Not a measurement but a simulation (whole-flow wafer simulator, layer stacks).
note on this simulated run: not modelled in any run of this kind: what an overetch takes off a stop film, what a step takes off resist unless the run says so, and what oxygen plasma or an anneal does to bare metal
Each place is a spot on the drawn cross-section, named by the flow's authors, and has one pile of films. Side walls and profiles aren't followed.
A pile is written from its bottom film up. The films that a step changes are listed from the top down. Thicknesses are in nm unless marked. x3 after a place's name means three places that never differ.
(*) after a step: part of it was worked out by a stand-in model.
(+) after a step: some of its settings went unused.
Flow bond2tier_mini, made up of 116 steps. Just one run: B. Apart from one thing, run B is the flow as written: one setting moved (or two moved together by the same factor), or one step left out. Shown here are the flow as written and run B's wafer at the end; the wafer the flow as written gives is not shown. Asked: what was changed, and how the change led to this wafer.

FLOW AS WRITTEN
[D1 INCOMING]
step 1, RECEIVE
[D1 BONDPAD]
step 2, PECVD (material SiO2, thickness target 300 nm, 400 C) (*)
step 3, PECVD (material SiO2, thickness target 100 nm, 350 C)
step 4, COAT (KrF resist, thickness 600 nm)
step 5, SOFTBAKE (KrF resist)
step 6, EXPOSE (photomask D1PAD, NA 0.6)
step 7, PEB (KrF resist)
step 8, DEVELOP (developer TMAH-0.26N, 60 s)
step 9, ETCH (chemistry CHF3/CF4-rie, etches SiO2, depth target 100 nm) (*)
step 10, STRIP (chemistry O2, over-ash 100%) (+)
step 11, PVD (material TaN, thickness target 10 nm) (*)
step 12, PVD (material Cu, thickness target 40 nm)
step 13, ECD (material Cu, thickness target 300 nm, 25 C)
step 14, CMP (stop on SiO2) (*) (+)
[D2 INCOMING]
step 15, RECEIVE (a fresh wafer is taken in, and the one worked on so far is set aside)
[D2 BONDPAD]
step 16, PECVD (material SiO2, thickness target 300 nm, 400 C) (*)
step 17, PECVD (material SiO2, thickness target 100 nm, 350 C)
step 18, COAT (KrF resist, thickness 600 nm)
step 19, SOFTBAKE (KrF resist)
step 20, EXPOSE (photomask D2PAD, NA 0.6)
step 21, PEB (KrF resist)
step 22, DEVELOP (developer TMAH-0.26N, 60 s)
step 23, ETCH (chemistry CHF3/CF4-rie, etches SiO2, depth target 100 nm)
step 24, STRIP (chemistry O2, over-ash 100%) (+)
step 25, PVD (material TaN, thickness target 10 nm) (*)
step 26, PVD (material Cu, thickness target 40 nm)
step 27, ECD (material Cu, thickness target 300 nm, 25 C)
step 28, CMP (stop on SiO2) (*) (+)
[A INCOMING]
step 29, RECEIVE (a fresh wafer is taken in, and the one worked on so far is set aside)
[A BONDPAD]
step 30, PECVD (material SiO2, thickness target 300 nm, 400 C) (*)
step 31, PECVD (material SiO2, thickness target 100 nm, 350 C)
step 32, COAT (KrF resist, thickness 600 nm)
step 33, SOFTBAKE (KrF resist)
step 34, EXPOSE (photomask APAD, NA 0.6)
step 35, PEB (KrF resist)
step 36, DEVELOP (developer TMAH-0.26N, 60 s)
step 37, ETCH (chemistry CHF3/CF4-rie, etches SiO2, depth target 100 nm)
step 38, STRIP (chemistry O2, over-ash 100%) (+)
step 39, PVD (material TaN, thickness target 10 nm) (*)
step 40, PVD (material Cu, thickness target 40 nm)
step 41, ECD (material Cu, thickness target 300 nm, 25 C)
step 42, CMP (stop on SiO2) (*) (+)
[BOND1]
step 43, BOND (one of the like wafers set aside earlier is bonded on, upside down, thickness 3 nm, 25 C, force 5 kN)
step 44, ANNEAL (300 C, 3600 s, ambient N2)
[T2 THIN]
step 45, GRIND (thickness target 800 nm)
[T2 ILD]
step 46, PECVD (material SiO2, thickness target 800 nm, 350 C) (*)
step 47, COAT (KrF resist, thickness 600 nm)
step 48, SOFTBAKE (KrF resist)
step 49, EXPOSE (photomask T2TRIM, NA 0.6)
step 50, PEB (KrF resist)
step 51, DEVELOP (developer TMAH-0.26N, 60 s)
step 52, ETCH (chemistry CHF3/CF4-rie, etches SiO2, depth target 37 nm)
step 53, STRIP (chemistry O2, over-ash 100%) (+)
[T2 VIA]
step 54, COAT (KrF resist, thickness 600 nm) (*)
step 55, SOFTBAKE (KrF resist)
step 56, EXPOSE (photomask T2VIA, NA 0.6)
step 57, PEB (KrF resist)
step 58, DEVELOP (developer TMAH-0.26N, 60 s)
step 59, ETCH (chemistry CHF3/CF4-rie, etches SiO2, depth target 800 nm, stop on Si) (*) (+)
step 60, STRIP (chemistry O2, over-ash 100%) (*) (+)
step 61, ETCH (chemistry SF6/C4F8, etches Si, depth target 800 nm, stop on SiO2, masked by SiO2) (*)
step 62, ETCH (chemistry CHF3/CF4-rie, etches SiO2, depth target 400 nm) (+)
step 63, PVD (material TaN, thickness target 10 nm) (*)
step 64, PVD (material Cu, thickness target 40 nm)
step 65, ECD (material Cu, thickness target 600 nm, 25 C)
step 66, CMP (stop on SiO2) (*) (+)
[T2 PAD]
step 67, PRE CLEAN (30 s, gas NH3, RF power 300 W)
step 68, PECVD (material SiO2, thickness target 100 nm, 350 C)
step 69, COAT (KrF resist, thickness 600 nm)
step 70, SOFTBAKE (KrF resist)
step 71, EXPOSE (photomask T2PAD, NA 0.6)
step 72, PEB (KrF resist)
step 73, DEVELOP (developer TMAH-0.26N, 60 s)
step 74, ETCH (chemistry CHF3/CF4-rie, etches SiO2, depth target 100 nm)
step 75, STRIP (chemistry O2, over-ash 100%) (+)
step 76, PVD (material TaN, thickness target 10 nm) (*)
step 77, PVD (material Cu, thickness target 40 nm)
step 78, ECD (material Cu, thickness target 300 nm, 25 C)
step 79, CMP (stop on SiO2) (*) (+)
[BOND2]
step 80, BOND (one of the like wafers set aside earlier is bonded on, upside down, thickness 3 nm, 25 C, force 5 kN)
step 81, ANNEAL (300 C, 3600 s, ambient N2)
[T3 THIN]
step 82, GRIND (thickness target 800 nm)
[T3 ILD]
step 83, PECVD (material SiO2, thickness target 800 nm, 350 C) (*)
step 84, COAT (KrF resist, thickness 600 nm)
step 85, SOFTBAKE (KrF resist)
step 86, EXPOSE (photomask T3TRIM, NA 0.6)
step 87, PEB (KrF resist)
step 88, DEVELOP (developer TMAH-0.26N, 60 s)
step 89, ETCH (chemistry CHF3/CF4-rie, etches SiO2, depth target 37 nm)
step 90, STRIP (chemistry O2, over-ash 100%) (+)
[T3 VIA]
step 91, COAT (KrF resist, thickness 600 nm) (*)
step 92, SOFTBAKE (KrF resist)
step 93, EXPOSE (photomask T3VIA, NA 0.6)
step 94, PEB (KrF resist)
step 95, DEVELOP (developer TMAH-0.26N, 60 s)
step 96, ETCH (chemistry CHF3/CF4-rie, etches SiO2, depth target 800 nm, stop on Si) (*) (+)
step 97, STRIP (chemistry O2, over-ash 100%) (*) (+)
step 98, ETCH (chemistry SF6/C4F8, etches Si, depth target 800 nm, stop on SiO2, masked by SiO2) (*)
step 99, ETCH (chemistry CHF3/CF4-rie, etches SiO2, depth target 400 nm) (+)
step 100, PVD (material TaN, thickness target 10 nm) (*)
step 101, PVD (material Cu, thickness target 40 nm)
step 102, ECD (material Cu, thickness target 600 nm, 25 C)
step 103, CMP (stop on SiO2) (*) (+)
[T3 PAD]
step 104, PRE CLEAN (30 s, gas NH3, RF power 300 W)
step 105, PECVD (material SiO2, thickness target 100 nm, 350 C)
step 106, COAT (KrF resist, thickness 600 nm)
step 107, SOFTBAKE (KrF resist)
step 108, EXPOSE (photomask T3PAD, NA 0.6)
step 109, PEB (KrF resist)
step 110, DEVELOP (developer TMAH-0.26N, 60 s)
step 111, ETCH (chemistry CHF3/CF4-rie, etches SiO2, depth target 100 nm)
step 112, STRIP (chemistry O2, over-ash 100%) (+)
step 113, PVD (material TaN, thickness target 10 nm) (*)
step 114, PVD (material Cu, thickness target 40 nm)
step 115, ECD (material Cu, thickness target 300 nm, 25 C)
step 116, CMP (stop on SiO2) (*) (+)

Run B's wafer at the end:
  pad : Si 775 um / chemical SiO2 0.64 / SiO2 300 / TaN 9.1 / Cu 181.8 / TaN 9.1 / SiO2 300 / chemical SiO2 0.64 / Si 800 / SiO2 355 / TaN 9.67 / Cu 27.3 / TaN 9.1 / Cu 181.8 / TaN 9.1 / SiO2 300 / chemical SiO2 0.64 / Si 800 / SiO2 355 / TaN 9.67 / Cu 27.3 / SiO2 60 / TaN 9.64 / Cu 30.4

The reason: step 111, ETCH: depth target 40 nm was run, whereas the flow has depth target 100 nm.

The path from the change to this, step by step:
  step 111, ETCH (chemistry CHF3/CF4-rie, etches SiO2, depth target 100 nm)
      pad: SiO2 loses 40 (as written it would have been: SiO2 loses 100 (all of it))
      field: KrF resist loses 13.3 (as written it would have been: KrF resist loses 33.3)
  step 112, STRIP (chemistry O2, over-ash 100%) (+)
      field: KrF resist loses 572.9 (all of it) (as written it would have been: KrF resist loses 552.9 (all of it))
  step 113, PVD (material TaN, thickness target 10 nm) (*)
      pad: TaN gains 9.64 (new film) (as written it would have been: TaN gains 9.1 (new film))
  step 114, PVD (material Cu, thickness target 40 nm)
      pad: Cu gains 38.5 (new film) (as written it would have been: Cu gains 36.4 (new film))
  step 115, ECD (material Cu, thickness target 300 nm, 25 C)
      pad: Cu gains 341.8 (as written it would have been: Cu gains 404.5)
If metal films that touch count as one body, pad has 4 bodies (between them, from the top down: SiO2 60; SiO2 355 / Si 800 / chemical SiO2 0.64 / SiO2 300; SiO2 355 / Si 800 / chemical SiO2 0.64 / SiO2 300); the flow as written gives 3 bodies (between them, from the top down: SiO2 355 / Si 800 / chemical SiO2 0.64 / SiO2 300; SiO2 355 / Si 800 / chemical SiO2 0.64 / SiO2 300).
